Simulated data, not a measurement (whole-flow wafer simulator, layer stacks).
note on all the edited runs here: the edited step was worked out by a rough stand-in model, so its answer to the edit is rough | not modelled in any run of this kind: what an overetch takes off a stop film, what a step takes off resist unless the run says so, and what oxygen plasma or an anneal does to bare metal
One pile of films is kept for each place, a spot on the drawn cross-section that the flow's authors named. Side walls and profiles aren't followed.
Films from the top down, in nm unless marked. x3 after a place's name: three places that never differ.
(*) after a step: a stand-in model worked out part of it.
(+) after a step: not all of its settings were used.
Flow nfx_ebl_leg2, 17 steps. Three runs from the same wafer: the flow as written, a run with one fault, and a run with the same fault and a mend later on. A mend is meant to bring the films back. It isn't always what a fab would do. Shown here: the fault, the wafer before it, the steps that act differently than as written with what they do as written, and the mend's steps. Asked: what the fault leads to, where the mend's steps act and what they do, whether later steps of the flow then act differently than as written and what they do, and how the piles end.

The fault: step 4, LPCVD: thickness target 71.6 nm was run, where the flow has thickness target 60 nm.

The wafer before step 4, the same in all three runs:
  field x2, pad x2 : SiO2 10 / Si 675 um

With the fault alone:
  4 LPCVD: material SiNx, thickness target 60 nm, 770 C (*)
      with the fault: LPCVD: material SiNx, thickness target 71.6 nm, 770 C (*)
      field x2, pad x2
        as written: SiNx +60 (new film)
        with the fault: SiNx +71.6 (new film)
  Later steps of the flow that act differently than as written:
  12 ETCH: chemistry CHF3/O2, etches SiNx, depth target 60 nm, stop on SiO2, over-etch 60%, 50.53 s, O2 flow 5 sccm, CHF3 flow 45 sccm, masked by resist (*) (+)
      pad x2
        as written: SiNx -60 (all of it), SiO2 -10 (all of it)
        with the fault: SiNx -71.6 (all of it), SiO2 -10 (all of it)
  At the end the piles differ from the flow's by more than 2% or 0.5 nm, whichever is larger, at field x2.
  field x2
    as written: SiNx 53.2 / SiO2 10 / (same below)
    with the fault: SiNx 64.8 / SiO2 10 / (same below)

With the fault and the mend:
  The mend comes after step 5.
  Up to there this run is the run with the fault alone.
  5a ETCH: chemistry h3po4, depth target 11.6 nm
      field x2, pad x2
        SiNx -11.6
  No later step of the flow acts differently than as written at any place that is followed.
  At the end the piles are the same as the flow's at every place that both follow.
